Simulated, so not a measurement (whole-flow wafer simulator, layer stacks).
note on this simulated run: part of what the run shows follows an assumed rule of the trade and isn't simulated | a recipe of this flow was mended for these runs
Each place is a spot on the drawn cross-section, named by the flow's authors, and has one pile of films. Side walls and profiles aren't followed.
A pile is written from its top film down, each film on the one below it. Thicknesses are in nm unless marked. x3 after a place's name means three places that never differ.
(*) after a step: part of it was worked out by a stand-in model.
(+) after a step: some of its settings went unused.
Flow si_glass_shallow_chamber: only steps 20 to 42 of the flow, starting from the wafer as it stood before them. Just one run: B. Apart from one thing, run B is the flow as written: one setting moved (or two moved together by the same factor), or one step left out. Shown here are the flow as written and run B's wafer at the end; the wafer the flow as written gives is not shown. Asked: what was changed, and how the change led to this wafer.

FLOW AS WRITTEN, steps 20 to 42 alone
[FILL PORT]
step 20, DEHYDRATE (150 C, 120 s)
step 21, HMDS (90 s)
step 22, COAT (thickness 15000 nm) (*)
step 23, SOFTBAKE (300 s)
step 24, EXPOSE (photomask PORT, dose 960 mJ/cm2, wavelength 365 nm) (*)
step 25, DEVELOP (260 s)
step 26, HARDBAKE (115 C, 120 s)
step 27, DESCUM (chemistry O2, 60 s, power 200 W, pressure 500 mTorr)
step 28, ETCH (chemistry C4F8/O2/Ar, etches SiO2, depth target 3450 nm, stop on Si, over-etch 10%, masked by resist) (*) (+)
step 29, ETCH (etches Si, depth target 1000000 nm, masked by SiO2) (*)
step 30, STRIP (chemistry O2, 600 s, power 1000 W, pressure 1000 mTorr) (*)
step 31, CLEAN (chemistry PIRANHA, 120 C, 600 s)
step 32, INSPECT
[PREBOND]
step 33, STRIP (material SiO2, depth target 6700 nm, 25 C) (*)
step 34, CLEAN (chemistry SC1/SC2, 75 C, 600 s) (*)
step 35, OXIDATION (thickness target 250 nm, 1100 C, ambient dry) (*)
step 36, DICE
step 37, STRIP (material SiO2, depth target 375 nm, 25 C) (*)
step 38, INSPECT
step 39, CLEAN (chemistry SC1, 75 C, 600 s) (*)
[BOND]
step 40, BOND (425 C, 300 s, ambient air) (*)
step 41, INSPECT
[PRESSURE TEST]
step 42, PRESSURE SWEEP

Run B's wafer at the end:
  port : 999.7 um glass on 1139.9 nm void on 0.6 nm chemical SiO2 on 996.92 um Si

What caused this: step 29, ETCH: etches Si, depth target 1000000 nm, masked by SiO2 (*), was skipped.

How this came from the change, step by step:
  step 30, STRIP (chemistry O2, 600 s, power 1000 W, pressure 1000 mTorr) (*)
      rim, ramp: -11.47 um thick-i-line-resist (all of it) (as written it would have been: nothing)
      septum, ring: -13.13 um thick-i-line-resist (as written it would have been: nothing)
      (as well as at 2 more places)
  step 31, CLEAN (chemistry PIRANHA, 120 C, 600 s)
      cav: -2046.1 thick-i-line-resist (all of it) (as written it would have been: nothing)
      septum: -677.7 thick-i-line-resist (all of it) (as written it would have been: nothing)
      (as well as at 1 more place)
  step 33, STRIP (material SiO2, depth target 6700 nm, 25 C) (*)
      port: -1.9 chemical SiO2 (all of it) (as written it would have been: nothing)
      rim, ramp: -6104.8 SiO2 (all of it) (as written it would have been: -4487.5 SiO2 (all of it))
      (as well as at 2 more places)
  step 34, CLEAN (chemistry SC1/SC2, 75 C, 600 s) (*)
      port: +0.6 chemical SiO2 (new film), -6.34 Si (as written it would have been: nothing)
  step 35, OXIDATION (thickness target 250 nm, 1100 C, ambient dry) (*)
      port: +250 SiO2 (new film), -0.6 chemical SiO2 (all of it), -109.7 Si (as written it would have been: nothing)
  step 37, STRIP (material SiO2, depth target 375 nm, 25 C) (*)
      port: -250 SiO2 (all of it) (as written it would have been: nothing)
  step 39, CLEAN (chemistry SC1, 75 C, 600 s) (*)
      port: +0.6 chemical SiO2 (new film), -6.34 Si (as written it would have been: nothing)
  step 40, BOND (425 C, 300 s, ambient air) (*)
      port: +999.7 um glass (new film), +1139.9 void (new film) (as written it would have been: +999.7 um glass (new film), +1017.3 hole)
